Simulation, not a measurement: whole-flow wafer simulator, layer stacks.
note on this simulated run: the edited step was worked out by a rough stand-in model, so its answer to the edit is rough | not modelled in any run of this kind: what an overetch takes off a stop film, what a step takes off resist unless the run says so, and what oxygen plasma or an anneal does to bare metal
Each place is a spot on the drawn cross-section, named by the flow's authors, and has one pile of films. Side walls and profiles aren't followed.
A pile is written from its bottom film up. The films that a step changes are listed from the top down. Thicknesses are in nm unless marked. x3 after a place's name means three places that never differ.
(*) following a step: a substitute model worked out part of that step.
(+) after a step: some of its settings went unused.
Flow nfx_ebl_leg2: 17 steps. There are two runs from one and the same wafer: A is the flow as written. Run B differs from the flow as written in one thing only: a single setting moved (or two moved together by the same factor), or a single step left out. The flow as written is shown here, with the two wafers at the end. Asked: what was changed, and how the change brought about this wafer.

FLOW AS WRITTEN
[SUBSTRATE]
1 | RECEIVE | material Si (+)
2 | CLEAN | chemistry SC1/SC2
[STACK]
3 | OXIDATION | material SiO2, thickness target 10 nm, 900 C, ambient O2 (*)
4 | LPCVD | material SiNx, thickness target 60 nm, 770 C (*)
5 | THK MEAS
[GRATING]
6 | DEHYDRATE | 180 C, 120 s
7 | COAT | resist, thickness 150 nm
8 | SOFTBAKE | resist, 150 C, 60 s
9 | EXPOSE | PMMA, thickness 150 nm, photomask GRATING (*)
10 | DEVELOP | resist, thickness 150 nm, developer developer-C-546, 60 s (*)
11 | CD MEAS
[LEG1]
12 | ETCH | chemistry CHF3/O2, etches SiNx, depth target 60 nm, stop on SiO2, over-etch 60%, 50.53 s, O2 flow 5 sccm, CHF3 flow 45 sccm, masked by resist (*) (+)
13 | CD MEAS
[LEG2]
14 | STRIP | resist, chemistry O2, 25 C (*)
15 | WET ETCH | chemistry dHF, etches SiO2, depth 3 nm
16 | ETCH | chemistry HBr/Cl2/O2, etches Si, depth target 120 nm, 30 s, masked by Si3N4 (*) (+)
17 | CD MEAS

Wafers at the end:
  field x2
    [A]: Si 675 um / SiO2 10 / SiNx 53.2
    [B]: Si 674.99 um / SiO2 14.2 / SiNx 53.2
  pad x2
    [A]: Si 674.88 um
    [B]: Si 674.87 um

The reason: step 3, OXIDATION: thickness target 14.2 nm was run, while the flow as written has thickness target 10 nm.
The wafer itself shows it: field x2 has SiO2 14.2, and step 3 as written asks for 10 nm.

The path from the change to this, step by step:
  3 | OXIDATION | material SiO2, thickness target 10 nm, 900 C, ambient O2 (*)
      field x2, pad x2: A +10 SiO2 (new film), -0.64 chemical SiO2 (all of it), -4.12 Si | B +14.2 SiO2 (new film), -0.64 chemical SiO2 (all of it), -5.96 Si
  12 | ETCH | chemistry CHF3/O2, etches SiNx, depth target 60 nm, stop on SiO2, over-etch 60%, 50.53 s, O2 flow 5 sccm, CHF3 flow 45 sccm, masked by resist (*) (+)
      pad x2: A -60 SiNx (all of it), -10 SiO2 (all of it) | B -60 SiNx (all of it), -14.2 SiO2 (all of it)
